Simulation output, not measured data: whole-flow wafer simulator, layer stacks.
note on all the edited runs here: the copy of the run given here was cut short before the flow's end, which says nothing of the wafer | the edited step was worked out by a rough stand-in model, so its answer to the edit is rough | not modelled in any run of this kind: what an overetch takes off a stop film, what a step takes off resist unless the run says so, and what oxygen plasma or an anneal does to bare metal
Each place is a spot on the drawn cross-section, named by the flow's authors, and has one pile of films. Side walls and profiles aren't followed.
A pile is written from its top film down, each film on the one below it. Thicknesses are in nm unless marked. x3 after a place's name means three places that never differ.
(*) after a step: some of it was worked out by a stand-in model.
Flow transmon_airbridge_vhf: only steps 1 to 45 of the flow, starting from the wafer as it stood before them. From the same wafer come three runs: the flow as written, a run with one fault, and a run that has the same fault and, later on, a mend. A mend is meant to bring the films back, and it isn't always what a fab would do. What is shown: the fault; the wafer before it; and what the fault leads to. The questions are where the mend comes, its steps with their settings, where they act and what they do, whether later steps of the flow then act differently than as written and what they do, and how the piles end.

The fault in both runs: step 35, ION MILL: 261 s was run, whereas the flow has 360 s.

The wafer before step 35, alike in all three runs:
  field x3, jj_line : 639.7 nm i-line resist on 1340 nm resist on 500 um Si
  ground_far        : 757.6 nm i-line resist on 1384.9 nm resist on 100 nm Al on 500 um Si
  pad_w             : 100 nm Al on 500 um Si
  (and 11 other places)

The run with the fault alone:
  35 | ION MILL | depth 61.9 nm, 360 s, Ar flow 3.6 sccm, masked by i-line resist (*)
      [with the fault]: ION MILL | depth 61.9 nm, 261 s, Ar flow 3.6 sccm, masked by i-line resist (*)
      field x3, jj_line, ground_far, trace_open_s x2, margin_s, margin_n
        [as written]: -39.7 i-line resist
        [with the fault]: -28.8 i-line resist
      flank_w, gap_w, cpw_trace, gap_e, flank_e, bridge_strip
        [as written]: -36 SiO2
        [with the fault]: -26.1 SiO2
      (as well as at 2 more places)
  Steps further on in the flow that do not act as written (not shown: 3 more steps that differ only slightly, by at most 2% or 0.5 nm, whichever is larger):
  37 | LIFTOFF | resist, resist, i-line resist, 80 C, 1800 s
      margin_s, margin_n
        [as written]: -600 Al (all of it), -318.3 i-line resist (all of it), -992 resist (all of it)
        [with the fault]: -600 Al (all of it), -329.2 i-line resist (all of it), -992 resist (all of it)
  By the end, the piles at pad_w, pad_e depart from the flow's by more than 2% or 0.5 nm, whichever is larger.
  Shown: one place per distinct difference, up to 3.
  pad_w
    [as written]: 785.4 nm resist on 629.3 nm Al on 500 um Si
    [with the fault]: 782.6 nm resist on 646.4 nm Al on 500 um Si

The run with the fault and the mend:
  The mend follows step 35.
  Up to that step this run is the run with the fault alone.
  35a | ION MILL | depth 61.9 nm, 99 s, Ar flow 3.6 sccm, masked by i-line resist (*) (the flow's step 35, run once more with other settings)
      field x3, jj_line, ground_far, trace_open_s x2, margin_s, margin_n
        -10.9 i-line resist
      flank_w, gap_w, cpw_trace, gap_e, flank_e, bridge_strip
        -9.89 SiO2
      pad_w, pad_e
        -17 Al
  Later steps of the flow that are run all act as written at every place that is followed.
  At every place that both follow, the piles at the end match the flow's.
